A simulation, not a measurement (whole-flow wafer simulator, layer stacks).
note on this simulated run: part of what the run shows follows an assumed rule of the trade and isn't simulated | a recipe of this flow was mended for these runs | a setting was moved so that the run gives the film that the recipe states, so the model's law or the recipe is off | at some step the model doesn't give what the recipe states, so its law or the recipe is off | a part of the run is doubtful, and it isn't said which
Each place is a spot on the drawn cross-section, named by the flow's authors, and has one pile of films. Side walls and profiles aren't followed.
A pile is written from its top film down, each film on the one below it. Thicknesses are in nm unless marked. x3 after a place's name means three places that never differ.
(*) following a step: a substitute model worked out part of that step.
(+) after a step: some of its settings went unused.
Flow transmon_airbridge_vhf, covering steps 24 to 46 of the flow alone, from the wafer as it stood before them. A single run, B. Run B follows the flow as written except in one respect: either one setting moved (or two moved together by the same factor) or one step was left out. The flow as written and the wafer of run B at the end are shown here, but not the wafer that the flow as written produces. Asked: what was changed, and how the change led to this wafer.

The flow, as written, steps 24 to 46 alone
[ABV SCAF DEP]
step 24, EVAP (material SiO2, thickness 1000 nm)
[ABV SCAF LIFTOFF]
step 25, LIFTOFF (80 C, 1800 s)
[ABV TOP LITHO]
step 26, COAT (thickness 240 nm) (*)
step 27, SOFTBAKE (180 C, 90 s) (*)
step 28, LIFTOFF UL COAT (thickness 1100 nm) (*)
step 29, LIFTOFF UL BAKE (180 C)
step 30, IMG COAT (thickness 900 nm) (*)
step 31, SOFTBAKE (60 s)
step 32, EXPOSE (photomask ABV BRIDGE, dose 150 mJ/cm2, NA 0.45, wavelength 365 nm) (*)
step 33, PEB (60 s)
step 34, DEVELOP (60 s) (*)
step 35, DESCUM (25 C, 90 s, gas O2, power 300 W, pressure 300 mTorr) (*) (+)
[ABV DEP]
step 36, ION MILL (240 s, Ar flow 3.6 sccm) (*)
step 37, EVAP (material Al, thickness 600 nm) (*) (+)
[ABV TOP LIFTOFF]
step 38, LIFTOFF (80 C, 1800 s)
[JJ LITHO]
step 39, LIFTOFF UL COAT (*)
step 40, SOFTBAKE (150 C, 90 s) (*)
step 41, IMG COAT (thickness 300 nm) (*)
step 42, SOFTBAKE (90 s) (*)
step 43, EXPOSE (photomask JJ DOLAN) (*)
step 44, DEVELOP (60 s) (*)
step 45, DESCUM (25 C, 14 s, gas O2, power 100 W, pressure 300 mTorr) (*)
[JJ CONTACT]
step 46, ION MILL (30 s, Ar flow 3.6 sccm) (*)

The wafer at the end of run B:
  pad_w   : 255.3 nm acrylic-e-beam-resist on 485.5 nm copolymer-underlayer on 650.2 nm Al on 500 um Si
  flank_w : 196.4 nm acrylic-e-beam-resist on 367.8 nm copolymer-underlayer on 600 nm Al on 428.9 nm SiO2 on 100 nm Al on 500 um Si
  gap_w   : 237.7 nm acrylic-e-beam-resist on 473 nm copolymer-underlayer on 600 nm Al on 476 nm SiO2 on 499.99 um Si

Cause: step 24, EVAP: thickness 500 nm was run, while the flow as written has thickness 1000 nm.

How this came from the change, step by step:
  step 24, EVAP (material SiO2, thickness 1000 nm)
      field x3, jj_line, ground_far and 10 more: SiO2 gains 500 (new film) (it would be, as written: SiO2 gains 1000 (new film))
      flank_w, flank_e: SiO2 gains 452.9 (new film) (it would be, as written: SiO2 gains 905.8 (new film))
  step 25, LIFTOFF (80 C, 1800 s)
      field x3, jj_line, trace_open_s x2: SiO2 loses 500 (all of it), i-line-resist loses 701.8 (all of it), lift-off-underlayer loses 1100 (all of it), acrylic-e-beam-resist loses 240 (all of it) (it would be, as written: SiO2 loses 1000 (all of it), i-line-resist loses 701.8 (all of it), lift-off-underlayer loses 1100 (all of it), acrylic-e-beam-resist loses 240 (all of it))
      pad_w, pad_e: SiO2 loses 500 (all of it), i-line-resist loses 696.3 (all of it), lift-off-underlayer loses 1089.9 (all of it), acrylic-e-beam-resist loses 239.3 (all of it) (it would be, as written: SiO2 loses 1000 (all of it), i-line-resist loses 696.3 (all of it), lift-off-underlayer loses 1089.9 (all of it), acrylic-e-beam-resist loses 239.3 (all of it))
      (also at 1 further place)
  step 26, COAT (thickness 240 nm) (*)
      flank_w, flank_e: acrylic-e-beam-resist gains 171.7 (new film) (it would be, as written: acrylic-e-beam-resist gains 155.2 (new film))
      gap_w, gap_e: acrylic-e-beam-resist gains 232.5 (new film) (it would be, as written: acrylic-e-beam-resist gains 211.2 (new film))
      (also at 6 further places)
  step 28, LIFTOFF UL COAT (thickness 1100 nm) (*)
      margin_s, margin_n: lift-off-underlayer gains 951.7 (new film) (it would be, as written: lift-off-underlayer gains 823.4 (new film))
      pad_w: lift-off-underlayer gains 1167.1 (new film) (it would be, as written: lift-off-underlayer gains 1246.2 (new film))
      (also at 7 further places)
  step 30, IMG COAT (thickness 900 nm) (*)
      gap_w, gap_e: i-line-resist gains 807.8 (new film) (it would be, as written: i-line-resist gains 685.3 (new film))
      margin_s, margin_n: i-line-resist gains 759.8 (new film) (it would be, as written: i-line-resist gains 603.2 (new film))
      (also at 7 further places)
  step 33, PEB (60 s)
      flank_w, flank_e: i-line-resist loses 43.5 (it would be, as written: i-line-resist loses 38.8)
      gap_w, gap_e: i-line-resist loses 41.6 (it would be, as written: i-line-resist loses 35)
      (also at 7 further places)
  step 34, DEVELOP (60 s) (*)
      pad_w: i-line-resist loses 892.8 (all of it), lift-off-underlayer loses 1167.1 (all of it) (it would be, as written: i-line-resist loses 937.3 (all of it), lift-off-underlayer loses 1246.2 (all of it))
      flank_w: i-line-resist loses 800.4 (all of it), lift-off-underlayer loses 958.3 (all of it) (it would be, as written: i-line-resist loses 716.4 (all of it), lift-off-underlayer loses 832.3 (all of it))
      (also at 6 further places)
  step 35, DESCUM (25 C, 90 s, gas O2, power 300 W, pressure 300 mTorr) (*) (+)
      field x3, jj_line, ground_far, trace_open_s x2, margin_s, margin_n: i-line-resist loses 157 (it would be, as written: i-line-resist loses 167.2)
      flank_w, flank_e: acrylic-e-beam-resist loses 171.7 (all of it) (it would be, as written: acrylic-e-beam-resist loses 155.2 (all of it))
      (also at 6 further places)
  step 38, LIFTOFF (80 C, 1800 s)
      margin_s, margin_n: Al loses 600 (all of it), i-line-resist loses 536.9 (all of it), lift-off-underlayer loses 951.7 (all of it), acrylic-e-beam-resist loses 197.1 (all of it) (it would be, as written: Al loses 600 (all of it), i-line-resist loses 378.2 (all of it), lift-off-underlayer loses 823.4 (all of it), acrylic-e-beam-resist loses 168.6 (all of it))
      ground_far: Al loses 600 (all of it), i-line-resist loses 724.7 (all of it), lift-off-underlayer loses 1119.7 (all of it), acrylic-e-beam-resist loses 245.8 (all of it) (it would be, as written: Al loses 600 (all of it), i-line-resist loses 776.6 (all of it), lift-off-underlayer loses 1134.8 (all of it), acrylic-e-beam-resist loses 250.1 (all of it))
  step 39, LIFTOFF UL COAT (*)
      pad_w, pad_e: copolymer-underlayer gains 485.5 (new film) (it would be, as written: copolymer-underlayer gains 513.6 (new film))
      flank_w, flank_e: copolymer-underlayer gains 367.8 (new film) (it would be, as written: copolymer-underlayer gains 308 (new film))
      (also at 6 further places)
  step 41, IMG COAT (thickness 300 nm) (*)
      pad_w, pad_e: acrylic-e-beam-resist gains 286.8 (new film) (it would be, as written: acrylic-e-beam-resist gains 300.2 (new film))
      flank_w, flank_e: acrylic-e-beam-resist gains 227.9 (new film) (it would be, as written: acrylic-e-beam-resist gains 217.1 (new film))
      (also at 6 further places)
